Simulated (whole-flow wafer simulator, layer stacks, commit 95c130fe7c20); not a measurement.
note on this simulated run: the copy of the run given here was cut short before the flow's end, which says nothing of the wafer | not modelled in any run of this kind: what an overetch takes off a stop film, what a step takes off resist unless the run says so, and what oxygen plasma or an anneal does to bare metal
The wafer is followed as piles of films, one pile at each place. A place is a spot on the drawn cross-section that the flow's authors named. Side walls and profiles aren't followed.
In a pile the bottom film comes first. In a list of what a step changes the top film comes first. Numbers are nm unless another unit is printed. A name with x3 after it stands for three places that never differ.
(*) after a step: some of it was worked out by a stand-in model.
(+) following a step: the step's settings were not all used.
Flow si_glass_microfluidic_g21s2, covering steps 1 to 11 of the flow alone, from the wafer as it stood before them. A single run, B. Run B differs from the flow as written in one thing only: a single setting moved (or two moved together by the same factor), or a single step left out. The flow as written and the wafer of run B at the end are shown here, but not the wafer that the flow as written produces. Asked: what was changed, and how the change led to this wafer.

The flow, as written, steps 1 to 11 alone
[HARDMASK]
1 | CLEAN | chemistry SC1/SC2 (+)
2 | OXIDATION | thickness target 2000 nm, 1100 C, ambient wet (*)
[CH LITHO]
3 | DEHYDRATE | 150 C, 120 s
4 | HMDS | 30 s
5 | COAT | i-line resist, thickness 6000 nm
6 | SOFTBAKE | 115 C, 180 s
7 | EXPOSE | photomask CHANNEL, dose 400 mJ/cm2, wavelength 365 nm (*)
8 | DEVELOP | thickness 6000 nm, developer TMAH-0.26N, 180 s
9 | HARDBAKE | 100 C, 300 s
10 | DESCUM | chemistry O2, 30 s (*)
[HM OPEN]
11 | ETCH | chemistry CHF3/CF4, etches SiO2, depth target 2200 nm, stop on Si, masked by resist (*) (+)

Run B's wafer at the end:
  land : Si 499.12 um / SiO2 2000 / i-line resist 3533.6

The reason: step 5, COAT: thickness 5400 nm was run, while the flow as written has thickness 6000 nm.

How this came from the change, step by step:
  5 | COAT | i-line resist, thickness 6000 nm
      land, trench20 x3: +5400 i-line resist (new film) (it would be, as written: +6000 i-line resist (new film))
  8 | DEVELOP | thickness 6000 nm, developer TMAH-0.26N, 180 s
      trench20 x3: -5400 i-line resist (all of it) (it would be, as written: -6000 i-line resist (all of it))
  9 | HARDBAKE | 100 C, 300 s
      land: -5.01 i-line resist (it would be, as written: -7.06 i-line resist)
